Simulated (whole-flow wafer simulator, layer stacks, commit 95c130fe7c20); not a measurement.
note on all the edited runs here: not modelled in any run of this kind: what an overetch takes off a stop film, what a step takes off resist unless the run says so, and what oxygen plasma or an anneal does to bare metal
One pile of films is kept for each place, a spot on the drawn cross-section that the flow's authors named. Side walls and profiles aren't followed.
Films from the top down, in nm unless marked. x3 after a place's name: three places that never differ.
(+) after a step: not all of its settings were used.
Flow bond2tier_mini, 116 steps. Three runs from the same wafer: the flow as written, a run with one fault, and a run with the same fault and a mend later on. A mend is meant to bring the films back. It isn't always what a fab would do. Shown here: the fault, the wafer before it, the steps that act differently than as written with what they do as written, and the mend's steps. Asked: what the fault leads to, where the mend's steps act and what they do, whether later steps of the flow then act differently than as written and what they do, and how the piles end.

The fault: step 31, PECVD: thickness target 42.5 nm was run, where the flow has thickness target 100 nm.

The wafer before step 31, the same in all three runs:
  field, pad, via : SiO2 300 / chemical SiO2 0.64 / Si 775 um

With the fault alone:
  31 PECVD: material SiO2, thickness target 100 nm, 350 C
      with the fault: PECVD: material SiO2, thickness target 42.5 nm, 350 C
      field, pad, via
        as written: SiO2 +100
        with the fault: SiO2 +42.5
  No later step of the flow acts differently than as written at any place that is followed.
  At the end the piles differ from the flow's by more than 2% or 0.5 nm, whichever is larger, at field, pad.
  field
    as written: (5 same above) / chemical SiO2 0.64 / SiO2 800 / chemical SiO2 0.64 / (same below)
    with the fault: (5 same above) / chemical SiO2 0.64 / SiO2 742.5 / chemical SiO2 0.64 / (same below)
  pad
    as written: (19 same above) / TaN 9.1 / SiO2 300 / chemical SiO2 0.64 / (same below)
    with the fault: (19 same above) / TaN 9.1 / SiO2 242.5 / chemical SiO2 0.64 / (same below)

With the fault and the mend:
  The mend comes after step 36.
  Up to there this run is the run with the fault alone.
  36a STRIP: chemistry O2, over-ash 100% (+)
      field
        KrF resist -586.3 (all of it)
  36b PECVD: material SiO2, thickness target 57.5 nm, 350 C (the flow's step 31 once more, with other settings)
      field, pad, via
        SiO2 +57.5
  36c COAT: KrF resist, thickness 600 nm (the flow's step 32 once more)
      field, pad, via
        KrF resist +600 (new film)
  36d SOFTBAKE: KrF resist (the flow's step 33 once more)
      changes no film at any place that is followed
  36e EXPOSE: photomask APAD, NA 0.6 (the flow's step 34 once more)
      changes no film at any place that is followed
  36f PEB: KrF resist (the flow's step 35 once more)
      changes no film at any place that is followed
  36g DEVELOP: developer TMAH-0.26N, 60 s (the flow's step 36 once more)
      pad, via
        KrF resist -600 (all of it)
      field
        KrF resist -13.7
  No later step of the flow acts differently than as written at any place that is followed.
  At the end the piles are the same as the flow's at every place that both follow.
